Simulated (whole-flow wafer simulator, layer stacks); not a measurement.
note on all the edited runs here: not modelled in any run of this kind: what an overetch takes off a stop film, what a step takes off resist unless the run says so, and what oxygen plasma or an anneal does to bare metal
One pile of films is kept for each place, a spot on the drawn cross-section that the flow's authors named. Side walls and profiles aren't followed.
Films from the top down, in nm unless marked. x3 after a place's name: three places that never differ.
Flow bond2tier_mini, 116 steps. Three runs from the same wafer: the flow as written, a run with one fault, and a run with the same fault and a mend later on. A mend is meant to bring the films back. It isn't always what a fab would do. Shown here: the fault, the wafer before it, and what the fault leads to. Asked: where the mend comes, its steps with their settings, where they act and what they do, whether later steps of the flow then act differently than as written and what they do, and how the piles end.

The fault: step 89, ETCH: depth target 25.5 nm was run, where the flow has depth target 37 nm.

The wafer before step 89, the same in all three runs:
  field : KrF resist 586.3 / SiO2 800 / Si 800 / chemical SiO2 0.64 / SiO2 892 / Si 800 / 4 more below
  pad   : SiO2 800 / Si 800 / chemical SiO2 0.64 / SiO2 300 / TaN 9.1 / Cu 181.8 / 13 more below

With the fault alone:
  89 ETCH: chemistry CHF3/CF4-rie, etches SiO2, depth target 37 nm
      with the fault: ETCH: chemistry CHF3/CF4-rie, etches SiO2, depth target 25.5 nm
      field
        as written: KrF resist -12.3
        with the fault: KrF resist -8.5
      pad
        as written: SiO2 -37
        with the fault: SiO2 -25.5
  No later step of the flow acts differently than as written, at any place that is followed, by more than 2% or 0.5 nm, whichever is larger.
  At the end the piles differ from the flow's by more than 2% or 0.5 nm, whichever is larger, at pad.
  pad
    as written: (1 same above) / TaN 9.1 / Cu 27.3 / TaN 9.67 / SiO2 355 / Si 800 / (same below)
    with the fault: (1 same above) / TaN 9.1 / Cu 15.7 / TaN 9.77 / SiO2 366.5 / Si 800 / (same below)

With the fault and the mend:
  The mend comes after step 89.
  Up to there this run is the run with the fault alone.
  89a ETCH: chemistry CHF3/CF4-rie, etches SiO2, depth target 11.5 nm (the flow's step 89 once more, with other settings)
      field
        KrF resist -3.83
      pad
        SiO2 -11.5
  No later step of the flow acts differently than as written at any place that is followed.
  At the end the piles are the same as the flow's at every place that both follow.
